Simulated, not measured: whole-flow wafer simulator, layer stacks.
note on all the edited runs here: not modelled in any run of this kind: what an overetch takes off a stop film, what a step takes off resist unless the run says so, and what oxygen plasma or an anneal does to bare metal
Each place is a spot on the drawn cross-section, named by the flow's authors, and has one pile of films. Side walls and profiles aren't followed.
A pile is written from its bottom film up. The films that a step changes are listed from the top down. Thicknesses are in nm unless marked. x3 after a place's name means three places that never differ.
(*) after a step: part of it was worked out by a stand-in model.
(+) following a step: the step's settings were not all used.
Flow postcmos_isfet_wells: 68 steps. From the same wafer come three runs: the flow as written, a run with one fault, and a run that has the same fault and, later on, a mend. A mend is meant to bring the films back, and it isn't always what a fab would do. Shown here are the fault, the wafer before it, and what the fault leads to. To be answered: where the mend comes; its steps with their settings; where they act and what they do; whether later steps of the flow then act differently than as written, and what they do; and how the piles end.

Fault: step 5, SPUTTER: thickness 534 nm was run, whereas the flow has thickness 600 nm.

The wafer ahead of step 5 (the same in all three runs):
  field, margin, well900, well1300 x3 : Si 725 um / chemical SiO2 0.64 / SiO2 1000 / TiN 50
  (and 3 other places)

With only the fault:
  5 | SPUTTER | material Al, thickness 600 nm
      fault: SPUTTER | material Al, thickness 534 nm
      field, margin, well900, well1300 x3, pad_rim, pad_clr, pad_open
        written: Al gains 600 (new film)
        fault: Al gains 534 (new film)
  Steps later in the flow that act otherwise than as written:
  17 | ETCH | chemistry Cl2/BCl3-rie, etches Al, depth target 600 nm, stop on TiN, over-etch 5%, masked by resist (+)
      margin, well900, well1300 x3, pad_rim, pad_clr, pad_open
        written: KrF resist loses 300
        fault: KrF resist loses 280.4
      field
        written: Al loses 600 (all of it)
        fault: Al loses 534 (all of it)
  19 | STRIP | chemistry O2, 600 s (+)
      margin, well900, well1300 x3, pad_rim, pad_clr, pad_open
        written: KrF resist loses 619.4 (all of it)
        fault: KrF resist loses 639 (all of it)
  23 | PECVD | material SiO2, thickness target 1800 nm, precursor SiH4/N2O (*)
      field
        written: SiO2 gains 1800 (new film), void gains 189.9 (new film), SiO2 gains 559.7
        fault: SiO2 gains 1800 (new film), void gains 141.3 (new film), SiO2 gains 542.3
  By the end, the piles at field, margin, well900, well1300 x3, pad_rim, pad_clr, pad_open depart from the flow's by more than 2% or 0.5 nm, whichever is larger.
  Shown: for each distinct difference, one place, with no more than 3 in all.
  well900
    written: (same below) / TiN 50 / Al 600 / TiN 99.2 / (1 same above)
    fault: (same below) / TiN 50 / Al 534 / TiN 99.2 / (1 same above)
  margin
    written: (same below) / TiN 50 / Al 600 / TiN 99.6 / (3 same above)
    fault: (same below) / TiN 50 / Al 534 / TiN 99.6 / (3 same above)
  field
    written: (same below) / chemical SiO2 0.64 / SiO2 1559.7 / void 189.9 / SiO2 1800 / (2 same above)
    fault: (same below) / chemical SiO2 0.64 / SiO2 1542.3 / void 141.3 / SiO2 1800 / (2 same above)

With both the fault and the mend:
  After step 5 comes the mend.
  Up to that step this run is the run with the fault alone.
  5a | SPUTTER | material Al, thickness 66 nm (the flow's step 5 again, with other settings)
      field, margin, well900, well1300 x3, pad_rim, pad_clr, pad_open
        Al gains 66
  Later steps of the flow that are run all act as written at every place that is followed.
  At every place that both follow, the piles at the end match the flow's.
